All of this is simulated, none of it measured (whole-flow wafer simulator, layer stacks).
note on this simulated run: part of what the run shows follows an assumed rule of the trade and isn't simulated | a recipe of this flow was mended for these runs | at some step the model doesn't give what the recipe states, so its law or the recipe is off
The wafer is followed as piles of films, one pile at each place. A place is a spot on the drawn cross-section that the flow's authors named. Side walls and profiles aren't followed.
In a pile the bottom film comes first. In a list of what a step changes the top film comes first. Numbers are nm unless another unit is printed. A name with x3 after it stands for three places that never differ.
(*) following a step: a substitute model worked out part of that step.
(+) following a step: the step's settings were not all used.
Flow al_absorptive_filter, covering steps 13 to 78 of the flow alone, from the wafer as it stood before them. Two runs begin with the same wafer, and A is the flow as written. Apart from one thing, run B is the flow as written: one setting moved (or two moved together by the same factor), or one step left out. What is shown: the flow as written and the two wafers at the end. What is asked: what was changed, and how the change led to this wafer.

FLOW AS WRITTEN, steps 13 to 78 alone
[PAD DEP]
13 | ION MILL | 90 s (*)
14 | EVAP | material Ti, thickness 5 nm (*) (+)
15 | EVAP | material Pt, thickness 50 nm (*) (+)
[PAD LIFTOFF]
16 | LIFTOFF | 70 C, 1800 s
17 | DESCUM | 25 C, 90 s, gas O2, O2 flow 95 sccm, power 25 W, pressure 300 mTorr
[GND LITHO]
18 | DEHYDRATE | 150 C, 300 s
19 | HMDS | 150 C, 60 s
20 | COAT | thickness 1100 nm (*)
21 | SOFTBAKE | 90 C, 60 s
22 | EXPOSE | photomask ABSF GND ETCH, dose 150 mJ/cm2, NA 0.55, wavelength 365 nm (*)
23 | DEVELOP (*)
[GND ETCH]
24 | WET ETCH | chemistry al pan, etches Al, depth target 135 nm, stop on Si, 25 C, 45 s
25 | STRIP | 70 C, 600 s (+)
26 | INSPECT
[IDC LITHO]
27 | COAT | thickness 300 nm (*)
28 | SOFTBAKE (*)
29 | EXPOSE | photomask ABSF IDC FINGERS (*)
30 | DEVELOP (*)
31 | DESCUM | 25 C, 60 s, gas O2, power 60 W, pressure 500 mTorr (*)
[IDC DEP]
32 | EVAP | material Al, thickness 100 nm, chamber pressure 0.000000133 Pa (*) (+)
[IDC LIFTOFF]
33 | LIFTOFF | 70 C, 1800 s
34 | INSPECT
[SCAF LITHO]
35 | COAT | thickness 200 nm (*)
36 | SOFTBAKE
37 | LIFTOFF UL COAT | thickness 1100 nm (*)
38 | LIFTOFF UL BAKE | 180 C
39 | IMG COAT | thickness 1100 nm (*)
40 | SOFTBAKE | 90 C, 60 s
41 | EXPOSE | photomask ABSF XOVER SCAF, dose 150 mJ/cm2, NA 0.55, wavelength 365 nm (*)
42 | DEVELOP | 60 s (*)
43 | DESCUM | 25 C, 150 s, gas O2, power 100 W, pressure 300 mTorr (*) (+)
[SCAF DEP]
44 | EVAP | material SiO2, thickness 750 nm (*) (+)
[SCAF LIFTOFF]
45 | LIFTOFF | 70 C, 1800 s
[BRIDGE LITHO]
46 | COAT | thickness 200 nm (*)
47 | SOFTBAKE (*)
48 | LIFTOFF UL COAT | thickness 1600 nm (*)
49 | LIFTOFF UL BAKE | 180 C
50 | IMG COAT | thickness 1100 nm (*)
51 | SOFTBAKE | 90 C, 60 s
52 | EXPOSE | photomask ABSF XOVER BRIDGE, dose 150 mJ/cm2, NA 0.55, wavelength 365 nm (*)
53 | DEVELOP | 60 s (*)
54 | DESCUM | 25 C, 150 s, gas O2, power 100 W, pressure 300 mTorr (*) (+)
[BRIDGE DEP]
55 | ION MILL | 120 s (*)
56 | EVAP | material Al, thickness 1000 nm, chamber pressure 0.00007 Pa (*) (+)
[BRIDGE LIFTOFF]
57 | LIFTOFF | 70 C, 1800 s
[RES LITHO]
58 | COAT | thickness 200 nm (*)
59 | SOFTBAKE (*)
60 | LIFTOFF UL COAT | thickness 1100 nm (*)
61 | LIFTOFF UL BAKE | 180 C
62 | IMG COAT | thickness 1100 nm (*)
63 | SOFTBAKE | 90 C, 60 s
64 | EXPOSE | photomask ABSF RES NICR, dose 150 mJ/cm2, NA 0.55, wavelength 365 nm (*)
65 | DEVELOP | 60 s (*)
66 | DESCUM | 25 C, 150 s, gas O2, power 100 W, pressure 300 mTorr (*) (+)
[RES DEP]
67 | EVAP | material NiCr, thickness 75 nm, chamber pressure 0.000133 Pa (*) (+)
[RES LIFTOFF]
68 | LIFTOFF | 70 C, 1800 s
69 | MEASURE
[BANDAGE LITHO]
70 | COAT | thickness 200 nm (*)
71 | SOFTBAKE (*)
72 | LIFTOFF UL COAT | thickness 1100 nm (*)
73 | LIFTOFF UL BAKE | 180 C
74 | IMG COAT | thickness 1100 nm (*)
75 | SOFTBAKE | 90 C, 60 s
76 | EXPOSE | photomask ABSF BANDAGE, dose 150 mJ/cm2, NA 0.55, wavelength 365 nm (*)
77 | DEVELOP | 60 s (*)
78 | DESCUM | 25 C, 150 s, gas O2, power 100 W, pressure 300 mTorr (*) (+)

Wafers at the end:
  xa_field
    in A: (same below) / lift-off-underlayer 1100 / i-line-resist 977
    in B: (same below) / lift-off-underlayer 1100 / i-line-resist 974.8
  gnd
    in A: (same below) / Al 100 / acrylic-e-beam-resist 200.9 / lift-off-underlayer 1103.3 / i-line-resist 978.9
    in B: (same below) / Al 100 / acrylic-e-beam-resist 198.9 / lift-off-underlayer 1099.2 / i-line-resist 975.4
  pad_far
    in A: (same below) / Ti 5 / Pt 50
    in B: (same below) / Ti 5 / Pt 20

The reason: step 15, EVAP: thickness 20 nm was run, though the flow has thickness 50 nm.
One can read it off the wafer: pad_far has Pt 20, and step 15 as written asks for 50 nm.

The path from the change to this, step by step:
  15 | EVAP | material Pt, thickness 50 nm (*) (+)
      gnd, pad_far, pad_near and 11 more: A +50 Pt (new film) | B +20 Pt (new film)
  16 | LIFTOFF | 70 C, 1800 s
      gnd, ledge, res and 9 more: A -50 Pt (all of it), -5 Ti (all of it), -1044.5 i-line-resist (all of it), -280 lift-off-underlayer (all of it) | B -20 Pt (all of it), -5 Ti (all of it), -1044.5 i-line-resist (all of it), -280 lift-off-underlayer (all of it)
  27 | COAT | thickness 300 nm (*)
      pad_far: A +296 e-beam-resist (new film) | B +303.7 e-beam-resist (new film)
      pad_near: A +288.3 e-beam-resist (new film) | B +298 e-beam-resist (new film)
      (also at 1 further place)
  33 | LIFTOFF | 70 C, 1800 s
      pad_far: A -100 Al (all of it), -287 e-beam-resist (all of it) | B -100 Al (all of it), -294.7 e-beam-resist (all of it)
      pad_near: A -100 Al (all of it), -279.3 e-beam-resist (all of it) | B -100 Al (all of it), -289 e-beam-resist (all of it)
      (also at 1 further place)
  35 | COAT | thickness 200 nm (*)
      pad_near: A +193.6 acrylic-e-beam-resist (new film) | B +199.4 acrylic-e-beam-resist (new film)
      ledge: A +169.8 acrylic-e-beam-resist (new film) | B +159.5 acrylic-e-beam-resist (new film)
  45 | LIFTOFF | 70 C, 1800 s
      pad_near: A -750 SiO2 (all of it), -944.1 i-line-resist (all of it), -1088 lift-off-underlayer (all of it), -193.6 acrylic-e-beam-resist (all of it) | B -750 SiO2 (all of it), -949.4 i-line-resist (all of it), -1097.5 lift-off-underlayer (all of it), -199.4 acrylic-e-beam-resist (all of it)
      ledge: A -750 SiO2 (all of it), -952.1 i-line-resist (all of it), -1114 lift-off-underlayer (all of it), -169.8 acrylic-e-beam-resist (all of it) | B -750 SiO2 (all of it), -954.3 i-line-resist (all of it), -1113.5 lift-off-underlayer (all of it), -159.5 acrylic-e-beam-resist (all of it)
  46 | COAT | thickness 200 nm (*)
      pad_near: A +193.6 acrylic-e-beam-resist (new film) | B +199.4 acrylic-e-beam-resist (new film)
      ledge: A +169.8 acrylic-e-beam-resist (new film) | B +159.5 acrylic-e-beam-resist (new film)
  57 | LIFTOFF | 70 C, 1800 s
      pad_near: A -1000 Al (all of it), -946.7 i-line-resist (all of it), -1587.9 lift-off-underlayer (all of it), -193.6 acrylic-e-beam-resist (all of it) | B -1000 Al (all of it), -950.7 i-line-resist (all of it), -1598.8 lift-off-underlayer (all of it), -199.4 acrylic-e-beam-resist (all of it)
      ledge: A -1000 Al (all of it), -951.7 i-line-resist (all of it), -1617.2 lift-off-underlayer (all of it), -169.8 acrylic-e-beam-resist (all of it) | B -1000 Al (all of it), -953.6 i-line-resist (all of it), -1617 lift-off-underlayer (all of it), -159.5 acrylic-e-beam-resist (all of it)
  58 | COAT | thickness 200 nm (*)
      pad_near: A +193.6 acrylic-e-beam-resist (new film) | B +199.4 acrylic-e-beam-resist (new film)
      ledge: A +169.8 acrylic-e-beam-resist (new film) | B +159.5 acrylic-e-beam-resist (new film)
  66 | DESCUM | 25 C, 150 s, gas O2, power 100 W, pressure 300 mTorr (*) (+)
      pad_near: A -193.6 acrylic-e-beam-resist (all of it) | B -199.4 acrylic-e-beam-resist (all of it)
      ledge: A -169.8 acrylic-e-beam-resist (all of it) | B -159.5 acrylic-e-beam-resist (all of it)
  70 | COAT | thickness 200 nm (*)
      pad_near: A +180.9 acrylic-e-beam-resist (new film) | B +187 acrylic-e-beam-resist (new film)
      ledge: A +167 acrylic-e-beam-resist (new film) | B +158.1 acrylic-e-beam-resist (new film)
  78 | DESCUM | 25 C, 150 s, gas O2, power 100 W, pressure 300 mTorr (*) (+)
      pad_near: A -180.9 acrylic-e-beam-resist (all of it) | B -187 acrylic-e-beam-resist (all of it)
